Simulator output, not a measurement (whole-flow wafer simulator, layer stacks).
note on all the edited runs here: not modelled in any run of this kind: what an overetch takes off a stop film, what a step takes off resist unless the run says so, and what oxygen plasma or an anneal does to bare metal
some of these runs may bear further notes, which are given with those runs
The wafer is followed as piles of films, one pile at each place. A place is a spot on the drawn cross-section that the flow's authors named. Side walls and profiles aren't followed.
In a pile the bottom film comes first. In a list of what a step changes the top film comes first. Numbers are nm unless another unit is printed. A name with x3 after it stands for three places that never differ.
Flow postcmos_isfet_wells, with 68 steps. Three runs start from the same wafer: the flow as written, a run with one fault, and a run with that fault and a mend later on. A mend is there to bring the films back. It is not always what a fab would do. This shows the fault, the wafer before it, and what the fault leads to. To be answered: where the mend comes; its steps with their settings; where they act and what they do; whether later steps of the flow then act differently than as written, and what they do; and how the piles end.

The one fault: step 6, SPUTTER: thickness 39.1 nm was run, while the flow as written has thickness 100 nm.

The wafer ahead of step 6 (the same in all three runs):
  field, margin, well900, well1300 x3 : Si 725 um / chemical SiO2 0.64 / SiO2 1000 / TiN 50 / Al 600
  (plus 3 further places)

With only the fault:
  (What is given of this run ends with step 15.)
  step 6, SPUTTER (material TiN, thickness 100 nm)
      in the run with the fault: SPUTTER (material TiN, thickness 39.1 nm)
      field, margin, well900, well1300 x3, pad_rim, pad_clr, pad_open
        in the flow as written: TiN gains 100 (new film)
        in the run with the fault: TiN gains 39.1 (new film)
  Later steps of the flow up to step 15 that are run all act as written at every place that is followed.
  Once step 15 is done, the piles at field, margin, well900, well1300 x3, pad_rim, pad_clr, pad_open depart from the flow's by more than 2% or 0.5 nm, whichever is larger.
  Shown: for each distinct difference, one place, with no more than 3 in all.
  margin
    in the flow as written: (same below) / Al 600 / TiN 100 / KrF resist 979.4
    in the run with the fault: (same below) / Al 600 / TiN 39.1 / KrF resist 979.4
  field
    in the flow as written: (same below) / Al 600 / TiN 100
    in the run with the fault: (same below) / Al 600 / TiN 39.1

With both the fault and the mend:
  After step 6 comes the mend.
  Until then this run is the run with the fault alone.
  step 6a, ETCH (chemistry peroxide tin strip, depth target 44.96 nm)
      field, margin, well900, well1300 x3, pad_rim, pad_clr, pad_open
        TiN loses 39.1 (all of it)
  step 6b, SPUTTER (material TiN, thickness 100 nm) (a further turn of the flow's step 6)
      field, margin, well900, well1300 x3, pad_rim, pad_clr, pad_open
        TiN gains 100 (new film)
  Later steps of the flow that are run all act as written at every place that is followed.
  By the end, the piles equal the flow's at every place that both follow.
